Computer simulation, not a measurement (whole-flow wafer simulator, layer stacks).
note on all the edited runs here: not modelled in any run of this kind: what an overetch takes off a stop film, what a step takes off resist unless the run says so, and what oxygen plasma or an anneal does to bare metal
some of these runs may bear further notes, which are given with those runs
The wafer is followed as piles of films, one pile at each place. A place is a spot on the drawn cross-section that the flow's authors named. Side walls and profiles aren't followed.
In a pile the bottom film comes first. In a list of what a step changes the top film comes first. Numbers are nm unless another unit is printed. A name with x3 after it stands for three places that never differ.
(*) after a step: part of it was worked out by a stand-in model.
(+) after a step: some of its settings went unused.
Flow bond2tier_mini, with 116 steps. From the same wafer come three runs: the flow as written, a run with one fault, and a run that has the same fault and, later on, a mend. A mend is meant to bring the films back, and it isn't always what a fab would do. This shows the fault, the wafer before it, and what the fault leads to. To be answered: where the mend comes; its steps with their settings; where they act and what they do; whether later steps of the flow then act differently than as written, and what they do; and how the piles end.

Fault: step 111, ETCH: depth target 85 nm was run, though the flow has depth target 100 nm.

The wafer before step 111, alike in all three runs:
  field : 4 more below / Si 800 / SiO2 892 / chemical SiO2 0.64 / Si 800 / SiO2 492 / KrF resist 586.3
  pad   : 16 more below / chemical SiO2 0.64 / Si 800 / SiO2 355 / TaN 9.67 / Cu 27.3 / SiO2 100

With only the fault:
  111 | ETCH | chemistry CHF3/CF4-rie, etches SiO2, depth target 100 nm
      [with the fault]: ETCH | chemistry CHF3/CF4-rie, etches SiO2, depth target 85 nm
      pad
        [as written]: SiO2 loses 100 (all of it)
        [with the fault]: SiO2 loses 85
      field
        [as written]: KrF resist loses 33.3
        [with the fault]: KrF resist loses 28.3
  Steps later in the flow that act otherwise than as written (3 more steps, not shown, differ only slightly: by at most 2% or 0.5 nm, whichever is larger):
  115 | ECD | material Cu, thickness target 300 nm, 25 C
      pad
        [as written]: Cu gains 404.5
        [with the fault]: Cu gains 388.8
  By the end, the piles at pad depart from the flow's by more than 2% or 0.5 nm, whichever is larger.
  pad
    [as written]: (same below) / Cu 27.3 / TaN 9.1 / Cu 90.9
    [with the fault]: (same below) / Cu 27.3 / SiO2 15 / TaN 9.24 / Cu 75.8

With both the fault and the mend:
  After step 112 comes the mend.
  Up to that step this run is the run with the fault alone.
  112a | COAT | KrF resist, thickness 600 nm (*) (the flow's step 106, run once more)
      field
        KrF resist gains 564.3 (new film)
      pad
        KrF resist gains 637.3 (new film)
  112b | SOFTBAKE | KrF resist (the flow's step 107, run once more)
      does not change any film at any place that is followed
  112c | EXPOSE | photomask T3PAD, NA 0.6 (the flow's step 108, run once more)
      does not change any film at any place that is followed
  112d | PEB | KrF resist (the flow's step 109, run once more)
      does not change any film at any place that is followed
  112e | DEVELOP | developer TMAH-0.26N, 60 s (the flow's step 110, run once more)
      field
        KrF resist loses 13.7
      pad
        KrF resist loses 637.3 (all of it)
  112f | ETCH | chemistry CHF3/CF4-rie, etches SiO2, depth target 15 nm (the flow's step 111, run once more with other settings)
      field
        KrF resist loses 5
      pad
        SiO2 loses 15 (all of it)
  112g | STRIP | chemistry O2, over-ash 100% (+) (the flow's step 112, run once more)
      field
        KrF resist loses 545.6 (all of it)
  Every later step of the flow that is run acts as written at every place that is followed.
  At every place that both follow, the piles at the end match the flow's.
